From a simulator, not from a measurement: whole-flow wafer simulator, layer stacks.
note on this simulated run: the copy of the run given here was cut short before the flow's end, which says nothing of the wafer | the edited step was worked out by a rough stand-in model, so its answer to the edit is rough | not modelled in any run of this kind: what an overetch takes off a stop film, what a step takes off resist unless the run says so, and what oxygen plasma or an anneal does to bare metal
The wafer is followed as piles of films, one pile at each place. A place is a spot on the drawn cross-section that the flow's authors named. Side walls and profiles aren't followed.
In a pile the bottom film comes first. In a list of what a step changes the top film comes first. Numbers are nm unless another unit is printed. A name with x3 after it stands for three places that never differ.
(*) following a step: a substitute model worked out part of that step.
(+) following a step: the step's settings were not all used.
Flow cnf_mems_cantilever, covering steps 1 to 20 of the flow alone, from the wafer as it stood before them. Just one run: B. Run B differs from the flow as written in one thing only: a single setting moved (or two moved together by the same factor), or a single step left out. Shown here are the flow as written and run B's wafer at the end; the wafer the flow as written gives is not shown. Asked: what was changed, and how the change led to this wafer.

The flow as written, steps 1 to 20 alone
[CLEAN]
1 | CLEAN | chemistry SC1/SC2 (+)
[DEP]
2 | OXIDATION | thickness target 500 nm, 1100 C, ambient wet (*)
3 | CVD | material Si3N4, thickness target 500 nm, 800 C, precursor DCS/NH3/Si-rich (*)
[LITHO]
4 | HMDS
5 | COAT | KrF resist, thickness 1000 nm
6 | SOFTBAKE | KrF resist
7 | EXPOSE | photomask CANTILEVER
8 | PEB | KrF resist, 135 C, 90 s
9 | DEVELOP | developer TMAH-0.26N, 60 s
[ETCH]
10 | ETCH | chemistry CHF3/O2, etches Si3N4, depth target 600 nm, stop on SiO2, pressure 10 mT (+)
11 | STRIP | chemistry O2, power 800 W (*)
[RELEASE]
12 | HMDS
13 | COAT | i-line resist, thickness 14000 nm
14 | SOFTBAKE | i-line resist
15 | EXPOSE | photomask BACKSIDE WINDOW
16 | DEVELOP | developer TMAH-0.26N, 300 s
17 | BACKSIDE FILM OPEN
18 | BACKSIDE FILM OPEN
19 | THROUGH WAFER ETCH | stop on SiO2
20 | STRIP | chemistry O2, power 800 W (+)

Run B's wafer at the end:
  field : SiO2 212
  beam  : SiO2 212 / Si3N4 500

Cause: step 2, OXIDATION: thickness target 212 nm was run, whereas the flow has thickness target 500 nm.
One can read it off the wafer: field has SiO2 212, and step 2 as written asks for 500 nm.

How this came from the change, step by step:
  2 | OXIDATION | thickness target 500 nm, 1100 C, ambient wet (*)
      field, beam: +212 SiO2 (new film), -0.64 chemical SiO2 (all of it), -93 Si (as written it would have been: +500 SiO2 (new film), -0.64 chemical SiO2 (all of it), -219.7 Si)
  19 | THROUGH WAFER ETCH | stop on SiO2
      field: under 1 film: -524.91 um Si (all of it) (as written it would have been: under 1 film: -524.78 um Si (all of it))
      beam: under 2 films: -524.91 um Si (all of it) (as written it would have been: under 2 films: -524.78 um Si (all of it))
